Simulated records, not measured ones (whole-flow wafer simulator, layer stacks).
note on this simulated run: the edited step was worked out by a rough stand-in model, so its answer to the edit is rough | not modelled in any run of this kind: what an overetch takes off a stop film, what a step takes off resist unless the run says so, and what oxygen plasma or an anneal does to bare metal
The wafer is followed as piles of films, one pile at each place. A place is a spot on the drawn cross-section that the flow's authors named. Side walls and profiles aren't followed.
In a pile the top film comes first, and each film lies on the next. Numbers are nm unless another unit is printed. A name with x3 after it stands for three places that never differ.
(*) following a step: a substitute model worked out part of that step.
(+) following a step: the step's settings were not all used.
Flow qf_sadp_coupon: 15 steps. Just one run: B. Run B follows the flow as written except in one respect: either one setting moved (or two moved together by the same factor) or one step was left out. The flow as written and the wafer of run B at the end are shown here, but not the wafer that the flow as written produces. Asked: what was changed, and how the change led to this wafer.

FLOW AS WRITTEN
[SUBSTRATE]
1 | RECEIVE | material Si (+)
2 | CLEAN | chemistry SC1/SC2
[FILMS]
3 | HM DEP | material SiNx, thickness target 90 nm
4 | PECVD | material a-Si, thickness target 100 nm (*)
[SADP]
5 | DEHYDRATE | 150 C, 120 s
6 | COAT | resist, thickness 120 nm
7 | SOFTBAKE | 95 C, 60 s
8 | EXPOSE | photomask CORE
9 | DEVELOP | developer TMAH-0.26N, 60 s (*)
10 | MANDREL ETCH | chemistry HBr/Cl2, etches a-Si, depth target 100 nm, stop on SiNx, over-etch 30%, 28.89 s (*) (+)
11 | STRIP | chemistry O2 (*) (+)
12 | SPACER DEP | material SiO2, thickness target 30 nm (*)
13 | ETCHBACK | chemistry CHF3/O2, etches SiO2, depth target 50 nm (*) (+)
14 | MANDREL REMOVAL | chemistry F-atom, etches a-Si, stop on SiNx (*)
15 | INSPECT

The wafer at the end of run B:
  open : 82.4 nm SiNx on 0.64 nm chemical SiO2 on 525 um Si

The reason: step 13, ETCHBACK: depth target 33.5 nm was run, whereas the flow has depth target 50 nm.

Step by step, how the change led to this:
  13 | ETCHBACK | chemistry CHF3/O2, etches SiO2, depth target 50 nm (*) (+)
      m: -30 SiO2 (all of it), -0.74 chemical SiO2 (all of it), -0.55 a-Si (it would be, as written: -30 SiO2 (all of it), -0.74 chemical SiO2 (all of it), -3.85 a-Si)
      open: -30 SiO2 (all of it), -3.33 SiNx (it would be, as written: -30 SiO2 (all of it), -19 SiNx)
  14 | MANDREL REMOVAL | chemistry F-atom, etches a-Si, stop on SiNx (*)
      m: -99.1 a-Si (all of it) (it would be, as written: -95.8 a-Si (all of it))
